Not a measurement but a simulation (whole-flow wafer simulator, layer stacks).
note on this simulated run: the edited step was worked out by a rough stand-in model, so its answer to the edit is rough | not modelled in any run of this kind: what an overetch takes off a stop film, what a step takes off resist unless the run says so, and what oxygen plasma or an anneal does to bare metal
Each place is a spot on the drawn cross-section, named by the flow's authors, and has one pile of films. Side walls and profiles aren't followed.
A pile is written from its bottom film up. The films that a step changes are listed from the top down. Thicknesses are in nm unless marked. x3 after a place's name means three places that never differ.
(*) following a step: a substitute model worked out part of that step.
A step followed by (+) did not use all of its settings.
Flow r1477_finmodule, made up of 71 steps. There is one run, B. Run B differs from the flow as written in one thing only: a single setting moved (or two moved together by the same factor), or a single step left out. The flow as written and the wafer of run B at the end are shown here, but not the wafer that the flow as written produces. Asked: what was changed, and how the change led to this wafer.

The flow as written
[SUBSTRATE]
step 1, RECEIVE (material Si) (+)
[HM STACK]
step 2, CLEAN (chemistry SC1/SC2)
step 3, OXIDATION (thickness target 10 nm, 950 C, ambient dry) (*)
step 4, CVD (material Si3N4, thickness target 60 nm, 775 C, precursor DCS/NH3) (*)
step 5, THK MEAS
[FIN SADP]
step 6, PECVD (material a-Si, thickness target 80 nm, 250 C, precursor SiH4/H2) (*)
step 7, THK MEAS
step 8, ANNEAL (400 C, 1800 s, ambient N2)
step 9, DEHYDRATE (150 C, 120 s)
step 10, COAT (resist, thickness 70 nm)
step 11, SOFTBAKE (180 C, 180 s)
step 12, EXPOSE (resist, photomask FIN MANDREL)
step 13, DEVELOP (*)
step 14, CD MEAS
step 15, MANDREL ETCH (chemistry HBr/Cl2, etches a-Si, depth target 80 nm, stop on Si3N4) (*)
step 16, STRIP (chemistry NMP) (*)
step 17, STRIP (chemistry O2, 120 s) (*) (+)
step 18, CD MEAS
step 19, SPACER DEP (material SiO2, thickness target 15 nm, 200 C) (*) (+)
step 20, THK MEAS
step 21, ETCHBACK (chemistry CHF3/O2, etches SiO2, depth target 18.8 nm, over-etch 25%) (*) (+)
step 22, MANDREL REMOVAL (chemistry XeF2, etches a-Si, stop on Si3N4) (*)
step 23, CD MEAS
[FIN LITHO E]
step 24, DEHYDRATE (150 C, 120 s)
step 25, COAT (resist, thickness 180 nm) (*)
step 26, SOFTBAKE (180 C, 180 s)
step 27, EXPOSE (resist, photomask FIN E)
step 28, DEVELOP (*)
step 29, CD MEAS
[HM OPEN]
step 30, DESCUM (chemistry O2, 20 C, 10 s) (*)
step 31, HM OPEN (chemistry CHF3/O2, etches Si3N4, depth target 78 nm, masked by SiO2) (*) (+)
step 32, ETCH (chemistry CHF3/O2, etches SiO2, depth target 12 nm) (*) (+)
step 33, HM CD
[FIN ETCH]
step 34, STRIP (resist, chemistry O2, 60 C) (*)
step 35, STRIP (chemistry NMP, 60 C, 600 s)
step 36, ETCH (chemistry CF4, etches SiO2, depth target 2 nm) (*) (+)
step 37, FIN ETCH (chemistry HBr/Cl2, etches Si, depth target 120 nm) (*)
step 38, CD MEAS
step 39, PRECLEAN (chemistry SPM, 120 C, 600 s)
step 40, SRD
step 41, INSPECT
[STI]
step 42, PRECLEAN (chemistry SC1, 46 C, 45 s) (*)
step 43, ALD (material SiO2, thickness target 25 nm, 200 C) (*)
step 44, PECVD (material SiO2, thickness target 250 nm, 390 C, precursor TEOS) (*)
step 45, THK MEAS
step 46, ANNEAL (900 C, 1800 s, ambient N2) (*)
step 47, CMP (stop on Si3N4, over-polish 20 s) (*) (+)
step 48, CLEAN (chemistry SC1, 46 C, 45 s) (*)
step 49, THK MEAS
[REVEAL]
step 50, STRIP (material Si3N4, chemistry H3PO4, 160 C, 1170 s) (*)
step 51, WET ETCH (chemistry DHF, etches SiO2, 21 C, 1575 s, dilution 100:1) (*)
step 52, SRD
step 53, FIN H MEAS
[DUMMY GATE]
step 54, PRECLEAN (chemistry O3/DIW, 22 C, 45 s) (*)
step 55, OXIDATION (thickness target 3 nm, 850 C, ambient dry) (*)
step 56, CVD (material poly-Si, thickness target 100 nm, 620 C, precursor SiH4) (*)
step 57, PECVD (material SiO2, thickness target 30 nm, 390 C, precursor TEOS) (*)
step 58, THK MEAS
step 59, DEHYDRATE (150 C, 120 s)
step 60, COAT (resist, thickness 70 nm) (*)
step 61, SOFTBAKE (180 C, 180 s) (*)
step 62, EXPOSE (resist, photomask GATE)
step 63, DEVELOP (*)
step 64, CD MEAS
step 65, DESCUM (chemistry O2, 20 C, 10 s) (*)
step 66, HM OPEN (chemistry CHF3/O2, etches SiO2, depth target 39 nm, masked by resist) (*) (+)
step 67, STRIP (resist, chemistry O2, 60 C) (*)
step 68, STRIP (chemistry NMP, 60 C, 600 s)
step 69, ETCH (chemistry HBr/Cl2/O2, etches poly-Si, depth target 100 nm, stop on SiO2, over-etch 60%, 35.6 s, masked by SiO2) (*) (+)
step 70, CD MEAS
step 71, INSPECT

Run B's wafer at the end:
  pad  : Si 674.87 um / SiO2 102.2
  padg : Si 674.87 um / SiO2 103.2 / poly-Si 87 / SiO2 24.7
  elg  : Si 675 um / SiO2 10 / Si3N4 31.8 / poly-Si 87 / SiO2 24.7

The reason: step 56, CVD: thickness target 87 nm was run, though the flow has thickness target 100 nm.
One can read it off the wafer: padg has poly-Si 87, and step 56 as written asks for 100 nm.

How this came from the change, step by step:
  step 56, CVD (material poly-Si, thickness target 100 nm, 620 C, precursor SiH4) (*)
      pad, padg, elg and 26 more: +87 poly-Si (new film) (as written it would have been: +100 poly-Si (new film))
      s40cg, s40co: +100.6 poly-Si (new film) (as written it would have been: +113.9 poly-Si (new film))
      (as well as at 5 more places)
  step 69, ETCH (chemistry HBr/Cl2/O2, etches poly-Si, depth target 100 nm, stop on SiO2, over-etch 60%, 35.6 s, masked by SiO2) (*) (+)
      pad, eso, e40so and 8 more: -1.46 chemical SiO2 (all of it), -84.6 poly-Si (all of it), -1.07 SiO2 (as written it would have been: -1.46 chemical SiO2 (all of it), -97.6 poly-Si (all of it), -0.42 SiO2)
      elo, e40lo, e100lo, e200lo: -1.46 chemical SiO2 (all of it), -84.6 poly-Si (all of it), -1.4 Si3N4 (as written it would have been: -1.46 chemical SiO2 (all of it), -97.6 poly-Si (all of it), -0.22 Si3N4)
      (as well as at 3 more places)
